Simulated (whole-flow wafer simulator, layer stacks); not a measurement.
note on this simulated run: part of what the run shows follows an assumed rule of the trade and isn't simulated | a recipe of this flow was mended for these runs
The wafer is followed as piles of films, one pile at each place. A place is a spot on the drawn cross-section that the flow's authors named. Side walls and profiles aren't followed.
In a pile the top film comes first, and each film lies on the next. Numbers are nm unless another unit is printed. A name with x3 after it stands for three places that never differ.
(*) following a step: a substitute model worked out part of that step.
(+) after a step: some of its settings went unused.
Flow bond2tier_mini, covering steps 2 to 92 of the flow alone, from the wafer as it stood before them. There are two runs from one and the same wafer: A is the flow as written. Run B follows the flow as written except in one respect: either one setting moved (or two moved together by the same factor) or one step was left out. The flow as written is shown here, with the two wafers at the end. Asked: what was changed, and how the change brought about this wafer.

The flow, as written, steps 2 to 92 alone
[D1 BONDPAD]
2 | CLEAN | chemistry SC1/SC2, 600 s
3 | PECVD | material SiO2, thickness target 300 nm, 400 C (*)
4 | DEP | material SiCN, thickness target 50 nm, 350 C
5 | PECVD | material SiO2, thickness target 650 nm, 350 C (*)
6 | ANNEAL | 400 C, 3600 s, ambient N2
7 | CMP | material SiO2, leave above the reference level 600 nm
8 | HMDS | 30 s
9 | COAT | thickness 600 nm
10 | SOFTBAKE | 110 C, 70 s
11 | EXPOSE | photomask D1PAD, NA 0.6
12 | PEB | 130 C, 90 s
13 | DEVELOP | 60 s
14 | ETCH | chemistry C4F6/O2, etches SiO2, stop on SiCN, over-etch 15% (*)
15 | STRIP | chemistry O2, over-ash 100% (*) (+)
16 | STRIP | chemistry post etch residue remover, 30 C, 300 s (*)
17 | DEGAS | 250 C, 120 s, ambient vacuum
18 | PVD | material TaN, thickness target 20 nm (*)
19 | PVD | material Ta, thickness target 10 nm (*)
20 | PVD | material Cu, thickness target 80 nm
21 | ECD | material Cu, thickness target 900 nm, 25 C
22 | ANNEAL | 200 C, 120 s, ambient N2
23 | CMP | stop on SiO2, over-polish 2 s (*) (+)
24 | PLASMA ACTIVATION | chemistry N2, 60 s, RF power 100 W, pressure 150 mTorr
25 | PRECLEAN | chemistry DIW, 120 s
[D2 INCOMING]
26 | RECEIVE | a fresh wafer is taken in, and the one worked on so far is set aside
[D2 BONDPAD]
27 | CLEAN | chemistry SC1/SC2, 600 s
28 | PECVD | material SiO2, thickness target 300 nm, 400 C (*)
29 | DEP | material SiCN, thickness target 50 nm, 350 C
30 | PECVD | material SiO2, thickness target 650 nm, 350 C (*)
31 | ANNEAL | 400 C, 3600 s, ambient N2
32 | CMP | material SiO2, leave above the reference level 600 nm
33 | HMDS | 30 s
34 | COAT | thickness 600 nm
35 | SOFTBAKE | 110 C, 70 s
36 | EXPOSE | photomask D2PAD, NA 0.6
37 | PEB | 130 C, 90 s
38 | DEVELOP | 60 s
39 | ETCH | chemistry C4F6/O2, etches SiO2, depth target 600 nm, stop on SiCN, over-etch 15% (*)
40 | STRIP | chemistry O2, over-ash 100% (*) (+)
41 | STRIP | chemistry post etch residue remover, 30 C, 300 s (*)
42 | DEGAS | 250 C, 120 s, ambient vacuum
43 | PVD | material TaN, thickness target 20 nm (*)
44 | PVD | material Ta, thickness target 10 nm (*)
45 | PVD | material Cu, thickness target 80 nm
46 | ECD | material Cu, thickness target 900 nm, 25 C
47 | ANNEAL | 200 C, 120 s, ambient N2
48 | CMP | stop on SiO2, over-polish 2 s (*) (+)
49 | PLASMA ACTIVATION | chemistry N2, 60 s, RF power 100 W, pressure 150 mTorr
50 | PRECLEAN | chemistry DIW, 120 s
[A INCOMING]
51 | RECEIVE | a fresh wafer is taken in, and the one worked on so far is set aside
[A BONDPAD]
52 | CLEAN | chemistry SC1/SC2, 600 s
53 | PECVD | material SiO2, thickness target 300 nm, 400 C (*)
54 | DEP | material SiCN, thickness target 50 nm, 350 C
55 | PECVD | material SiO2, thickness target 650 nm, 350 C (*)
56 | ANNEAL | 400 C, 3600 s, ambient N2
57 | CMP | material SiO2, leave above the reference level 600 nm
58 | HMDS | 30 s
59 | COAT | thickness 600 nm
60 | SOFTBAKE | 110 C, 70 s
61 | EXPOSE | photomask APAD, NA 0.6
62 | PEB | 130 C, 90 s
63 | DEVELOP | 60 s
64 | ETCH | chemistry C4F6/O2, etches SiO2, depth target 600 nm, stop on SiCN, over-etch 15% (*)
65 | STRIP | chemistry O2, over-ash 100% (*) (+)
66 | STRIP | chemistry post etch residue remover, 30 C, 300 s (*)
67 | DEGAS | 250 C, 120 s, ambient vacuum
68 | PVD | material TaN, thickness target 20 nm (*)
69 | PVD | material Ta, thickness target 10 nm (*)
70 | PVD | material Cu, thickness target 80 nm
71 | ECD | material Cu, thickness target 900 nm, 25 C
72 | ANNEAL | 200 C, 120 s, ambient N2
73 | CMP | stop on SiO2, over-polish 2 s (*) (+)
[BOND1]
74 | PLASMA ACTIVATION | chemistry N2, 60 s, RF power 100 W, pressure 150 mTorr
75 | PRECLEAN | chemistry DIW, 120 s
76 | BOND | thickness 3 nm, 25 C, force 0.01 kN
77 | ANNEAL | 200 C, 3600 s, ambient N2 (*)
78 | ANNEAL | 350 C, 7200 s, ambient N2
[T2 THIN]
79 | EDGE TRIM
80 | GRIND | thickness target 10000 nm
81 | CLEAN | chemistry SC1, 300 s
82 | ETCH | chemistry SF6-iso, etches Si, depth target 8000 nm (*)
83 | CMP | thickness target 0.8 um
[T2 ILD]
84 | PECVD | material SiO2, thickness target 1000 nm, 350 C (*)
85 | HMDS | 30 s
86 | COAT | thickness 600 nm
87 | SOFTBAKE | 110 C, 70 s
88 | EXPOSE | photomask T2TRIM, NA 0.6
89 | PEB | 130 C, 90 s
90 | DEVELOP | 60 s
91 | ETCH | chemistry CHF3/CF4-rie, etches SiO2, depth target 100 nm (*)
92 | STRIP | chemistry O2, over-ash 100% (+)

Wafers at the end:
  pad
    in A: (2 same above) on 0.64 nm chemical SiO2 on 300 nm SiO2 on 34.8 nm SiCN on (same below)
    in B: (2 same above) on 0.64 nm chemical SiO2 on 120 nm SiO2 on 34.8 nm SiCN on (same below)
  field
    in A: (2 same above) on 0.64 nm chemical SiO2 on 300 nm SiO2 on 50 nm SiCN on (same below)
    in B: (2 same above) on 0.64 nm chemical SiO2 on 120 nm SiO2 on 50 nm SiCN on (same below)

What caused this: step 3, PECVD: thickness target 120 nm was run, whereas the flow has thickness target 300 nm.
One can read it off the wafer: pad has SiO2 120, and step 3 as written asks for 300 nm.

How this came from the change, step by step:
  3 | PECVD | material SiO2, thickness target 300 nm, 400 C (*)
      field, pad, via: A SiO2 gains 300 (new film) | B SiO2 gains 120 (new film)
  76 | BOND | thickness 3 nm, 25 C, force 0.01 kN
      field: A Si gains 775 um (new film), chemical SiO2 gains 0.64 (new film), SiO2 gains 300 (new film), SiCN gains 50 (new film), SiO2 gains 600 | B Si gains 775 um (new film), chemical SiO2 gains 0.64 (new film), SiO2 gains 120 (new film), SiCN gains 50 (new film), SiO2 gains 600
      pad: A Si gains 775 um (new film), chemical SiO2 gains 0.64 (new film), SiO2 gains 300 (new film), SiCN gains 34.8 (new film), TaN gains 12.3 (new film), Ta gains 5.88 (new film), Cu gains 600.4 | B Si gains 775 um (new film), chemical SiO2 gains 0.64 (new film), SiO2 gains 120 (new film), SiCN gains 34.8 (new film), TaN gains 12.3 (new film), Ta gains 5.88 (new film), Cu gains 600.4
      (and at 1 other place as well)
